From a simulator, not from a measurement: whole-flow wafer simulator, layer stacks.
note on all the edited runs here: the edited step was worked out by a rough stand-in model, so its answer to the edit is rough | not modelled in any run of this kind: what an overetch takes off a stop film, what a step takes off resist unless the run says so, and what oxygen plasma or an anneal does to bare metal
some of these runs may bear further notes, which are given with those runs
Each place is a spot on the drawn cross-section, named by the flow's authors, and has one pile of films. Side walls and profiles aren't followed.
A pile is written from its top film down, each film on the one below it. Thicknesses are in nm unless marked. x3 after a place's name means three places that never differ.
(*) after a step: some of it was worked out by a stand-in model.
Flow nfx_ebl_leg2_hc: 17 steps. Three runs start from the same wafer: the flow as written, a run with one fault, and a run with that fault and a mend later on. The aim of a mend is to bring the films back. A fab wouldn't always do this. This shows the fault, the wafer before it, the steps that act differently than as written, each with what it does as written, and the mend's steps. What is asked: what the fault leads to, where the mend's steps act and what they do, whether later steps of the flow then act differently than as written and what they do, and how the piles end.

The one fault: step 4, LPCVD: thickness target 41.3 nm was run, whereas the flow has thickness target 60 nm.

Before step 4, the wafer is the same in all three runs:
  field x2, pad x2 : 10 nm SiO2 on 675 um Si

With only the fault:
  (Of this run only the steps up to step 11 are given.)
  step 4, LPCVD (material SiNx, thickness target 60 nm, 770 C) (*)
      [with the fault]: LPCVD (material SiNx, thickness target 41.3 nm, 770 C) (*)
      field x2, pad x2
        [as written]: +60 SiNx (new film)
        [with the fault]: +41.3 SiNx (new film)
  Later steps of the flow up to step 11 that are run all act as written at every place that is followed.
  The piles after step 11 differ from the flow's at field x2, pad x2 by more than 2% or 0.5 nm, whichever is larger.
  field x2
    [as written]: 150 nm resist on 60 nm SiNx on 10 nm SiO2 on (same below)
    [with the fault]: 150 nm resist on 41.3 nm SiNx on 10 nm SiO2 on (same below)
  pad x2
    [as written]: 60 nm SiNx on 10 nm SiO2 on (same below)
    [with the fault]: 41.3 nm SiNx on 10 nm SiO2 on (same below)

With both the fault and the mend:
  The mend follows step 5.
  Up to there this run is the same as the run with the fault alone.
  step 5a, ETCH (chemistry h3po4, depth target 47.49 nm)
      field x2, pad x2
        -41.3 SiNx (all of it)
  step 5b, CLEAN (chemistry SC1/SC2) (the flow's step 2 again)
      alters no film at any place that is followed
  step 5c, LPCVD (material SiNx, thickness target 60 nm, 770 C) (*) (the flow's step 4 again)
      field x2, pad x2
        +60 SiNx (new film)
  Later steps of the flow that are run all act as written at every place that is followed.
  By the end, the piles equal the flow's at every place that both follow.
